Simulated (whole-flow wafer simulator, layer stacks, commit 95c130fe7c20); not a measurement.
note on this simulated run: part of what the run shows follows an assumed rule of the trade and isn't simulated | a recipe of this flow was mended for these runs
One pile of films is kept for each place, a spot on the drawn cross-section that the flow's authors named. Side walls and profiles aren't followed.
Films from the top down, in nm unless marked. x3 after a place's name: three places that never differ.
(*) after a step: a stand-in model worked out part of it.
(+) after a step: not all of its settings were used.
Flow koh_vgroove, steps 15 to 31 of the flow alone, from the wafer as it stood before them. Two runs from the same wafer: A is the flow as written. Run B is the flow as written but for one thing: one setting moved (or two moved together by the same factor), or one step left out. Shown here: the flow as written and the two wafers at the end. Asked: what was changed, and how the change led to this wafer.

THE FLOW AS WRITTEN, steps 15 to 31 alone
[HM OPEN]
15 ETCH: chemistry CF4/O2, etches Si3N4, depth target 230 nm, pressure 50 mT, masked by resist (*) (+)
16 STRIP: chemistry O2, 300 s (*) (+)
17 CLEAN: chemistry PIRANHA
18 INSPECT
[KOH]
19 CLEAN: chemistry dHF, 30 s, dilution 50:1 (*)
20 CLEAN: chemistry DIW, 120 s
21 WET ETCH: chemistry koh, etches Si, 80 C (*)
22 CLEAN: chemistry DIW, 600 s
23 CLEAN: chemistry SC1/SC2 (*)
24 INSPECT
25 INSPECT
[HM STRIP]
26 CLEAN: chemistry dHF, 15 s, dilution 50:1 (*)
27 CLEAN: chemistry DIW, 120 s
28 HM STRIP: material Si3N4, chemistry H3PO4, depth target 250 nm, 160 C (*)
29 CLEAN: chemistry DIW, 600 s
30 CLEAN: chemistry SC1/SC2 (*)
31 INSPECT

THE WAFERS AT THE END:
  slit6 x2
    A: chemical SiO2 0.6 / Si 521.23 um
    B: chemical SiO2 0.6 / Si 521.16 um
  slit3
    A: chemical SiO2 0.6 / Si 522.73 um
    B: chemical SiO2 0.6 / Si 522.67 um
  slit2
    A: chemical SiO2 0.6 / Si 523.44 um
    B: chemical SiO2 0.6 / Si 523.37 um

The cause: step 15, ETCH: depth target 299 nm was run, where the flow has depth target 230 nm.

How the change led to this, step by step:
  15 ETCH: chemistry CF4/O2, etches Si3N4, depth target 230 nm, pressure 50 mT, masked by resist (*) (+)
      slit3, slit2, slit6 x2: A Si3N4 -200 (all of it), chemical SiO2 -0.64 (all of it), Si -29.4 | B Si3N4 -200 (all of it), chemical SiO2 -0.64 (all of it), Si -98.4
      field: A i-line-resist -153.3 | B i-line-resist -199.3
  16 STRIP: chemistry O2, 300 s (*) (+)
      field: A i-line-resist -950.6 (all of it) | B i-line-resist -904.6 (all of it)
